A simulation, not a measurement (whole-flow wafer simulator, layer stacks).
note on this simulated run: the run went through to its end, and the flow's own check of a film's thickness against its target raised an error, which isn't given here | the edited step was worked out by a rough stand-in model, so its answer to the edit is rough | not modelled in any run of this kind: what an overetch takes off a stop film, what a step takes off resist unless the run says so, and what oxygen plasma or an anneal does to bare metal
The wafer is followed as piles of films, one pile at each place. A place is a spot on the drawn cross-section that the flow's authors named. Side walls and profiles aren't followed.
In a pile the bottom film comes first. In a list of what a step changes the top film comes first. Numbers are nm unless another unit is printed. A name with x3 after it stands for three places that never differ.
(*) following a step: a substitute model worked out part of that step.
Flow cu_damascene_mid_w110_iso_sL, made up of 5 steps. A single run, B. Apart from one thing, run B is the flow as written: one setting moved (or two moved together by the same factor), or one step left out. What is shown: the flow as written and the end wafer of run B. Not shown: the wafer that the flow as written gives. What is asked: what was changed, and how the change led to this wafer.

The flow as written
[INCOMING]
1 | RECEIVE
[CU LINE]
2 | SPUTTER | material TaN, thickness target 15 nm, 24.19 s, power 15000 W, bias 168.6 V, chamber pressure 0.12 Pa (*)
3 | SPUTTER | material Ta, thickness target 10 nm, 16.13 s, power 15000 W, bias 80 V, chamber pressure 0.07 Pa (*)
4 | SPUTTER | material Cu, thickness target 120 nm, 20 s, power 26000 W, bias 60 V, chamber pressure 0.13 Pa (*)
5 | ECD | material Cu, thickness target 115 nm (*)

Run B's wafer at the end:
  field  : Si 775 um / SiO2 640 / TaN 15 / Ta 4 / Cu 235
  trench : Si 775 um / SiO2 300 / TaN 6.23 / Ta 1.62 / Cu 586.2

What caused this: step 3, SPUTTER: 6.45 s was run, though the flow has 16.13 s.

Step by step, how the change led to this:
  3 | SPUTTER | material Ta, thickness target 10 nm, 16.13 s, power 15000 W, bias 80 V, chamber pressure 0.07 Pa (*)
      field: +4 Ta (new film) (as written it would have been: +10 Ta (new film))
      trench: +1.62 Ta (new film) (as written it would have been: +4.05 Ta (new film))
